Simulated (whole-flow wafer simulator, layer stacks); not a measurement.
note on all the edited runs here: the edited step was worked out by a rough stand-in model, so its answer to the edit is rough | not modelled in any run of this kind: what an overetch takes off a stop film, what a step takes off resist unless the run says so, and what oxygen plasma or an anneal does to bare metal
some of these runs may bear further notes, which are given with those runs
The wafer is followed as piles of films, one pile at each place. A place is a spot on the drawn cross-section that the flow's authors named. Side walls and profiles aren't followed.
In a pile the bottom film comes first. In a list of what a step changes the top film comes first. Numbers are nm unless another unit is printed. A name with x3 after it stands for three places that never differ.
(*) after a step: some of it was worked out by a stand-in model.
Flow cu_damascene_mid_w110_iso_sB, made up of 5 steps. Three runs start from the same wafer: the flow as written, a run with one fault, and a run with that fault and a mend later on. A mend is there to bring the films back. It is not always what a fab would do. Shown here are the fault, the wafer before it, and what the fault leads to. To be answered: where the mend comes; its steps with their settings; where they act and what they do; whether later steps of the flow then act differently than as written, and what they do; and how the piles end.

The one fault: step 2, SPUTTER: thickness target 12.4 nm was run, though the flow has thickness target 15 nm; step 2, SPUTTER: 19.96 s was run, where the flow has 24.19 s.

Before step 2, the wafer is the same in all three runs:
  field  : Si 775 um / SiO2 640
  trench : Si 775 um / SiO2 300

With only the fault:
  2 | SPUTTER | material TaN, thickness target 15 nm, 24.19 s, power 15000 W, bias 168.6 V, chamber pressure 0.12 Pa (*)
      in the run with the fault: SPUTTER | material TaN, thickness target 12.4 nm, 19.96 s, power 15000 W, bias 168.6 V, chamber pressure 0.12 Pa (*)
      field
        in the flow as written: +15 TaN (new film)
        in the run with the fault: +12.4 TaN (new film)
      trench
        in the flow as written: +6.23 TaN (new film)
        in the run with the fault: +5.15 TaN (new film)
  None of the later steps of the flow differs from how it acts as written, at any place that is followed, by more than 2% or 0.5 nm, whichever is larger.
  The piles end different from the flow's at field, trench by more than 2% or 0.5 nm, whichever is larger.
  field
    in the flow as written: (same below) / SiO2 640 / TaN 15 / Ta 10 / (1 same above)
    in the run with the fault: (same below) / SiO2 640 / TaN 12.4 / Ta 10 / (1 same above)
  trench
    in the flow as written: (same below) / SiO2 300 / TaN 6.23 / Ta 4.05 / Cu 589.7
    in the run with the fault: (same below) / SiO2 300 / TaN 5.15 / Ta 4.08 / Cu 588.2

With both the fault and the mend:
  After step 2 comes the mend.
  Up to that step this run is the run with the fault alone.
  2a | SPUTTER | material TaN, thickness target 2.6 nm, 4.193 s, power 15000 W, bias 168.6 V, chamber pressure 0.12 Pa (*) (the flow's step 2, run once more with other settings)
      field
        +2.6 TaN
      trench
        +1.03 TaN
  None of the later steps of the flow acts differently than as written at any place that is followed.
  The piles end only slightly different from the flow's at the places that both follow, by no more than 2% or 0.5 nm, whichever is larger.
